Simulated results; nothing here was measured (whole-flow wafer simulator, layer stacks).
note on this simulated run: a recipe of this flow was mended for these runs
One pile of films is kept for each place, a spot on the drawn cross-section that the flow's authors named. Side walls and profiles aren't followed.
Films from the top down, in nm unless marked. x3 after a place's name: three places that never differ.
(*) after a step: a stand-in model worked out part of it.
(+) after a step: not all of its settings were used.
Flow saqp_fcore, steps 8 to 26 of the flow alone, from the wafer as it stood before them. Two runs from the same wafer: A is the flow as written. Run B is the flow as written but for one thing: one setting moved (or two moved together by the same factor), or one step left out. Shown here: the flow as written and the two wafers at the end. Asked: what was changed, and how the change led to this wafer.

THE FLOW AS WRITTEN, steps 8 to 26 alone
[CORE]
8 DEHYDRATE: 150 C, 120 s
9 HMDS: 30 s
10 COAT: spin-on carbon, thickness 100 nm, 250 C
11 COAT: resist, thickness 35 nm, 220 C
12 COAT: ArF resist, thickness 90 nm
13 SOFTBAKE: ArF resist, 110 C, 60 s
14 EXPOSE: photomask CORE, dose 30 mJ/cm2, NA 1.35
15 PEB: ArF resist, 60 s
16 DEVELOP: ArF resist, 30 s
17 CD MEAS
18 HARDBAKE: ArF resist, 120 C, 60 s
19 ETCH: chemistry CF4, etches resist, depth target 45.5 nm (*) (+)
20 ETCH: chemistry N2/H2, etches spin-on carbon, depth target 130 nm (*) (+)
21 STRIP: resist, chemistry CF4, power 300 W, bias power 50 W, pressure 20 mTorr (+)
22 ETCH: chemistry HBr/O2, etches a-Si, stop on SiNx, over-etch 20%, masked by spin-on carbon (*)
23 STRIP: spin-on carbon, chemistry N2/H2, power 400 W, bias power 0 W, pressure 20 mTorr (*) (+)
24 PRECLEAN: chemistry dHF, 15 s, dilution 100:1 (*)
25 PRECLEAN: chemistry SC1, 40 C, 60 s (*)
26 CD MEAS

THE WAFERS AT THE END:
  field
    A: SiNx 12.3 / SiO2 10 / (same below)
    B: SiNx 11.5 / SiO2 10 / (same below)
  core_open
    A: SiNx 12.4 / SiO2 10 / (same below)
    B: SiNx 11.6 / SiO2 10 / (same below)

The cause: step 24, PRECLEAN: 24 s was run, where the flow has 15 s.

How the change led to this, step by step:
  24 PRECLEAN: chemistry dHF, 15 s, dilution 100:1 (*)
      field, core_open: A SiNx -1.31 | B SiNx -2.1
